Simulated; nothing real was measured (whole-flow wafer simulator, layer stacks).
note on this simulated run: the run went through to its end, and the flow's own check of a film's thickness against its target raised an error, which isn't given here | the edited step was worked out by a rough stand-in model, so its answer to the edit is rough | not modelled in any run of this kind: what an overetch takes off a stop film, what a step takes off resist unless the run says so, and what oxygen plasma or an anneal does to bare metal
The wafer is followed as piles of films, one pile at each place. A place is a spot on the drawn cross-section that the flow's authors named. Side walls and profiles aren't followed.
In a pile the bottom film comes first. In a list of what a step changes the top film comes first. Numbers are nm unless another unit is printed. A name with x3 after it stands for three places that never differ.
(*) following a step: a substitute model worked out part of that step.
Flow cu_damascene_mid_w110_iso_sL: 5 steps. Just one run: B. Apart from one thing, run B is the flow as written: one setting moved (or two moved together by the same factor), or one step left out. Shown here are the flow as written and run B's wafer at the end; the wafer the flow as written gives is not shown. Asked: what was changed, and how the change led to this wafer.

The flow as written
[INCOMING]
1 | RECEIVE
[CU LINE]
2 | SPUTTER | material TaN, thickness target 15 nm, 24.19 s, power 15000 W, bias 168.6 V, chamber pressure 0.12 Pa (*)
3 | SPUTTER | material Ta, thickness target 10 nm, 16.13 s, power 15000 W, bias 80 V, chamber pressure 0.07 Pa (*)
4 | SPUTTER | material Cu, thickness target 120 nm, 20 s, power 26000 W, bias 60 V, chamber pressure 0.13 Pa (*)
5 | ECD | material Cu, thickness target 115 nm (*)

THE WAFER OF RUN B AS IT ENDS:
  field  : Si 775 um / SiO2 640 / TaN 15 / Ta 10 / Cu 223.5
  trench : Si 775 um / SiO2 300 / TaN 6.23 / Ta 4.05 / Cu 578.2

The reason: step 5, ECD: thickness target 103.5 nm was run, while the flow as written has thickness target 115 nm.

The path from the change to this, step by step:
  5 | ECD | material Cu, thickness target 115 nm (*)
      field: +103.5 Cu (as written it would have been: +115 Cu)
      trench: +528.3 Cu (as written it would have been: +539.8 Cu)
